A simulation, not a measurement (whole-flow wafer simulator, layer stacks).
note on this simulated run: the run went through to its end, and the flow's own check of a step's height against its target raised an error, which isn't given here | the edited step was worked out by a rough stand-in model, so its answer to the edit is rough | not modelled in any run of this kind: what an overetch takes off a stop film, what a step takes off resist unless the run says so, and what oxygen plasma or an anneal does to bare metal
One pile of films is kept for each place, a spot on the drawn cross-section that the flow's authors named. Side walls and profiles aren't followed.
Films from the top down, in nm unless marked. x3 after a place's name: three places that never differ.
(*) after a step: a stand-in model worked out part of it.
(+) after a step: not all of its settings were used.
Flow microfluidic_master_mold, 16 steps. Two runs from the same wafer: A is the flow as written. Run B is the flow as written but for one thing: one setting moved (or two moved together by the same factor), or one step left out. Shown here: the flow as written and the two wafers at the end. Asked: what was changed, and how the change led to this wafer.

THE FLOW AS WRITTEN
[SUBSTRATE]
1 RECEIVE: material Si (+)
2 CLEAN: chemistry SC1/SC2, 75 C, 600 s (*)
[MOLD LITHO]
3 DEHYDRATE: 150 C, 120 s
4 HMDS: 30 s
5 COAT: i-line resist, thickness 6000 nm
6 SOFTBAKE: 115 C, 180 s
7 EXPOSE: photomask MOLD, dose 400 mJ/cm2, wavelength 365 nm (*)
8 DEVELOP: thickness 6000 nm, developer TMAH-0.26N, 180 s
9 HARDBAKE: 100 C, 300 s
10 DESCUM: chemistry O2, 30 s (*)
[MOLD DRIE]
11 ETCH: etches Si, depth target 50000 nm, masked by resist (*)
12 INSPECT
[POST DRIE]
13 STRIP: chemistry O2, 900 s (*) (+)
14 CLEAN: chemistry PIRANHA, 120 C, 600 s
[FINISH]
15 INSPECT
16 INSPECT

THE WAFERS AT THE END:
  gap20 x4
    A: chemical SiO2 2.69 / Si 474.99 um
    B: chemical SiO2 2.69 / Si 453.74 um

The cause: step 11, ETCH: depth target 71250 nm was run, where the flow has depth target 50000 nm.

How the change led to this, step by step:
  11 ETCH: etches Si, depth target 50000 nm, masked by resist (*)
      gap20 x4: A chemical SiO2 -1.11 (all of it), Si -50 um | B chemical SiO2 -1.11 (all of it), Si -71.25 um
      ridge: A i-line resist -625 | B i-line resist -890.6
  13 STRIP: chemistry O2, 900 s (*) (+)
      ridge: A i-line resist -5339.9 (all of it), chemical SiO2 +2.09, Si -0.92 | B i-line resist -5074.3 (all of it), chemical SiO2 +2.09, Si -0.92
